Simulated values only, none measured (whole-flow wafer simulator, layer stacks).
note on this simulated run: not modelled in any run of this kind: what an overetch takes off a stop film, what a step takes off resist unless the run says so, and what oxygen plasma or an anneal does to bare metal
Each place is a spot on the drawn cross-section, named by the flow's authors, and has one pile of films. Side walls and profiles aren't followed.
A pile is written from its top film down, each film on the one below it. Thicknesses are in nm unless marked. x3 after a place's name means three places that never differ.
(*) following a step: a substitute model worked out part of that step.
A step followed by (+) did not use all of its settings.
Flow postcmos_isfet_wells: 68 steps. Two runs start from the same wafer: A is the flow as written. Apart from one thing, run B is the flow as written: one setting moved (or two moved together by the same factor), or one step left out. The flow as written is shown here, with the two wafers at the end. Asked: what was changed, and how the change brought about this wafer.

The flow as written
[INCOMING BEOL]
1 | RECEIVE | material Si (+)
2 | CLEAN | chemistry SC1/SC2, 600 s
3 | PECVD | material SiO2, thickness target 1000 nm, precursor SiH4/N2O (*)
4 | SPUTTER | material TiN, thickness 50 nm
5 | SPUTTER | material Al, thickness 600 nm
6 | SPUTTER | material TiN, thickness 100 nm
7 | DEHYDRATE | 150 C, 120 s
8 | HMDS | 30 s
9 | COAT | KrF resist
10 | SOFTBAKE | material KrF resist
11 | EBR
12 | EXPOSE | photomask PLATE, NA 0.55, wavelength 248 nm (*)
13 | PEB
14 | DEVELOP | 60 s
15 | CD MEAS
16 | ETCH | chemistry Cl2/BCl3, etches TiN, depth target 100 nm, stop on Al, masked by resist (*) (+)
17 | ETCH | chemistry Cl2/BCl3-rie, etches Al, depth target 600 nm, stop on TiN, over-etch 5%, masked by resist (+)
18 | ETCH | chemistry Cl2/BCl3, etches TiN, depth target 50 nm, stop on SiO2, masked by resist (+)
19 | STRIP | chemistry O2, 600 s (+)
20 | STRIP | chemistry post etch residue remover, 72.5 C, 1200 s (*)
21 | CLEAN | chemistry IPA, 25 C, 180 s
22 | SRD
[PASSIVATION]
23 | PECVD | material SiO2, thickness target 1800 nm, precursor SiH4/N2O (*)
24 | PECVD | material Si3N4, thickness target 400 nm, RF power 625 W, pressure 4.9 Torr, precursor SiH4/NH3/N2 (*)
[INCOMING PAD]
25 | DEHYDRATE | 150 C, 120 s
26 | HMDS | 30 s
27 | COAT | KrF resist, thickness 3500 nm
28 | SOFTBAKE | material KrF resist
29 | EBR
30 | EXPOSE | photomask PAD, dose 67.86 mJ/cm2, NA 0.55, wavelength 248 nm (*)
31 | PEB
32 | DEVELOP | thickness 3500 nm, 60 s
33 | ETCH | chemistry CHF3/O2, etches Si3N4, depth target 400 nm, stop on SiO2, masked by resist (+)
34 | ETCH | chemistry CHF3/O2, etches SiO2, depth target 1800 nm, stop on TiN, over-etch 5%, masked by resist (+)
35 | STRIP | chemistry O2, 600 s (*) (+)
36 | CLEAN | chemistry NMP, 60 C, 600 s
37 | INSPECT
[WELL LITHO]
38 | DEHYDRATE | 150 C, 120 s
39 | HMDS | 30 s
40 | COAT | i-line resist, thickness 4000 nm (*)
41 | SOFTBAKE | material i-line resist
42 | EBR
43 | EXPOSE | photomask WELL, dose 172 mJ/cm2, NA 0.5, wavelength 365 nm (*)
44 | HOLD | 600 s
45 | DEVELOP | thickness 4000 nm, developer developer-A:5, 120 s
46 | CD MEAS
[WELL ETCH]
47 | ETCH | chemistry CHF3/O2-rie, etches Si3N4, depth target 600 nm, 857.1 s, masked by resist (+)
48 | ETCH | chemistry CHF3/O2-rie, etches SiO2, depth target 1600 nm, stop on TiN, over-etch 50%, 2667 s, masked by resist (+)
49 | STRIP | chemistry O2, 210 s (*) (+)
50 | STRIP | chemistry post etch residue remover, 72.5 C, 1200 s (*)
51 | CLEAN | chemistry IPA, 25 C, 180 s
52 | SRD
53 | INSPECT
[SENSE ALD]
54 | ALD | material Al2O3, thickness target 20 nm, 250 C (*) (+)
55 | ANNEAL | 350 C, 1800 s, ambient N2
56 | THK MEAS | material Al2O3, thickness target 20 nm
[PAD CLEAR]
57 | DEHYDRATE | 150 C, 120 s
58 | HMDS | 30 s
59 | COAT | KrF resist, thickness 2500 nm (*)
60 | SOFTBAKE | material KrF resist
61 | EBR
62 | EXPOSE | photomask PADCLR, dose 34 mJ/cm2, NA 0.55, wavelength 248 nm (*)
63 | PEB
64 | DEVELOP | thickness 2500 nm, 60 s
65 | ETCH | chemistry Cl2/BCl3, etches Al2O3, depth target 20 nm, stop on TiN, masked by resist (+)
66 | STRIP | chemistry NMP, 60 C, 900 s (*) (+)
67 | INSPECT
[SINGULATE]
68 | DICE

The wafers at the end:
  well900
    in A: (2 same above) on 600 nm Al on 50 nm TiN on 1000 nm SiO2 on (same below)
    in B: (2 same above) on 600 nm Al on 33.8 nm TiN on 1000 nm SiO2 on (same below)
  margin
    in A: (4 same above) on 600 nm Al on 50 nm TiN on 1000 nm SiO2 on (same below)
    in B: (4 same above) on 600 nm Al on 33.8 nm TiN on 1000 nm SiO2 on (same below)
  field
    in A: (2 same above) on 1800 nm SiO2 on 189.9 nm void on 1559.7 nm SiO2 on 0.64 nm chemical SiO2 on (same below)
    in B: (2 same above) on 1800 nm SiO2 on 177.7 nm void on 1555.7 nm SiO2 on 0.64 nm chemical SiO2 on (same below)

The reason: step 4, SPUTTER: thickness 33.8 nm was run, while the flow as written has thickness 50 nm.
One can read it off the wafer: well900 has TiN 33.8, and step 4 as written asks for 50 nm.

How this came from the change, step by step:
  4 | SPUTTER | material TiN, thickness 50 nm
      field, margin, well900, well1300 x3, pad_rim, pad_clr, pad_open: A +50 TiN (new film) | B +33.8 TiN (new film)
  18 | ETCH | chemistry Cl2/BCl3, etches TiN, depth target 50 nm, stop on SiO2, masked by resist (+)
      field: A -50 TiN (all of it) | B -33.8 TiN (all of it)
  23 | PECVD | material SiO2, thickness target 1800 nm, precursor SiH4/N2O (*)
      field: A +1800 SiO2 (new film), +189.9 void (new film), +559.7 SiO2 | B +1800 SiO2 (new film), +177.7 void (new film), +555.7 SiO2
